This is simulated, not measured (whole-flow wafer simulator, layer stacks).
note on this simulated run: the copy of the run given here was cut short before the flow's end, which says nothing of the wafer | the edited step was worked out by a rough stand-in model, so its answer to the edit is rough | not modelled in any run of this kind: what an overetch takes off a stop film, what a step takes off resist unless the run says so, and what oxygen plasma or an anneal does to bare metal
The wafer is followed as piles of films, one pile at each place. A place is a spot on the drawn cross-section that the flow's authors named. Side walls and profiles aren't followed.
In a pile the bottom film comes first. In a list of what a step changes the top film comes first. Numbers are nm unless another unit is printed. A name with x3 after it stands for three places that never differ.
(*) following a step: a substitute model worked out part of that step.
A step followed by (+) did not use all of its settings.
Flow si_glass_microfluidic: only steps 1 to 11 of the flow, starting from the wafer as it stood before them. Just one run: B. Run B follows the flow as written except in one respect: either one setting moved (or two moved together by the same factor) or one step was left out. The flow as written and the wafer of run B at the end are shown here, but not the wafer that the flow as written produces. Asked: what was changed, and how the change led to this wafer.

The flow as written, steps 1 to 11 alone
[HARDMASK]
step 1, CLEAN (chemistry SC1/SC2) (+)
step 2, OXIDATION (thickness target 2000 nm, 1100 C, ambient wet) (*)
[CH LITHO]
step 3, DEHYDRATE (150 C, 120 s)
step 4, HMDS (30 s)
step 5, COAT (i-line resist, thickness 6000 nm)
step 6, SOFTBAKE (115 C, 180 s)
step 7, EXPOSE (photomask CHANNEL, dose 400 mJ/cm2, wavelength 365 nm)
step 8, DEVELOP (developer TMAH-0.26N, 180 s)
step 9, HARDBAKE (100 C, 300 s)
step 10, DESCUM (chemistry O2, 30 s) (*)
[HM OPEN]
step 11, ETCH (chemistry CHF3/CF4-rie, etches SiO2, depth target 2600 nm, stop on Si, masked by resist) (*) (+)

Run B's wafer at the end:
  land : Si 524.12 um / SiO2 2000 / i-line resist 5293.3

What caused this: step 11, ETCH: depth target 2015 nm was run, whereas the flow has depth target 2600 nm.

The path from the change to this, step by step:
  step 11, ETCH (chemistry CHF3/CF4-rie, etches SiO2, depth target 2600 nm, stop on Si, masked by resist) (*) (+)
      land: i-line resist loses 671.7 (as written it would have been: i-line resist loses 866.7)
